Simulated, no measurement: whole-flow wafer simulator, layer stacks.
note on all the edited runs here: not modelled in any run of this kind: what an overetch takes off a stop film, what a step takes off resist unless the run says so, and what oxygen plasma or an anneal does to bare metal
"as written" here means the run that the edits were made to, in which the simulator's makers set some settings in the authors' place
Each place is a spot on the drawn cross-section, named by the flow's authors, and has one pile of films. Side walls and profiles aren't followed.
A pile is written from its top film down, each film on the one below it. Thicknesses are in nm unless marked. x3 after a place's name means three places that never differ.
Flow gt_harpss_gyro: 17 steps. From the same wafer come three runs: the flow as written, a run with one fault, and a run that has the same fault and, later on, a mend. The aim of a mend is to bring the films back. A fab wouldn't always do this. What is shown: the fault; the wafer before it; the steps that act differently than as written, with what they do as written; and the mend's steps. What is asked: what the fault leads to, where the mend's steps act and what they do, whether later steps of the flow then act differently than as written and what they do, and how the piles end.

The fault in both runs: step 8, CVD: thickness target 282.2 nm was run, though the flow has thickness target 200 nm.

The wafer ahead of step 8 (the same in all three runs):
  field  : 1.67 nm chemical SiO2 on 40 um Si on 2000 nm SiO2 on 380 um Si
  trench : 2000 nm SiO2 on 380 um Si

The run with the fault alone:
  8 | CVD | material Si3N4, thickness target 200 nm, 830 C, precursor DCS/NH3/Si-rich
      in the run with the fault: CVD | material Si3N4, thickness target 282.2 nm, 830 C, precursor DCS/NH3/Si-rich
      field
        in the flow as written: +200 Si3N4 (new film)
        in the run with the fault: +282.2 Si3N4 (new film)
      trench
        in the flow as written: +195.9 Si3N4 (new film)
        in the run with the fault: +276 Si3N4 (new film)
  None of the later steps of the flow acts differently than as written at any place that is followed.
  By the end, the piles at field, trench depart from the flow's by more than 2% or 0.5 nm, whichever is larger.
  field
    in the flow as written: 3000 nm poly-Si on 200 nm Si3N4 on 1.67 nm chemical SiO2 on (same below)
    in the run with the fault: 3000 nm poly-Si on 282.2 nm Si3N4 on 1.67 nm chemical SiO2 on (same below)
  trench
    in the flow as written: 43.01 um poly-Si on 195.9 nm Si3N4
    in the run with the fault: 43.01 um poly-Si on 276 nm Si3N4

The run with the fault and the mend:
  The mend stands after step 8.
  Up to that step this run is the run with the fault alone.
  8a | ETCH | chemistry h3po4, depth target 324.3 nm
      field
        -282.2 Si3N4 (all of it)
      trench
        -276 Si3N4 (all of it)
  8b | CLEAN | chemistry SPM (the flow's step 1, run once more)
      leaves every film unchanged at each place that is followed
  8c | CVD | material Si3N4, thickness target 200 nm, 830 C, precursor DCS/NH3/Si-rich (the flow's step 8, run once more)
      field
        +200 Si3N4 (new film)
      trench
        +195.9 Si3N4 (new film)
  None of the later steps of the flow acts differently than as written at any place that is followed.
  The piles end the same as the flow's at every place that both follow.
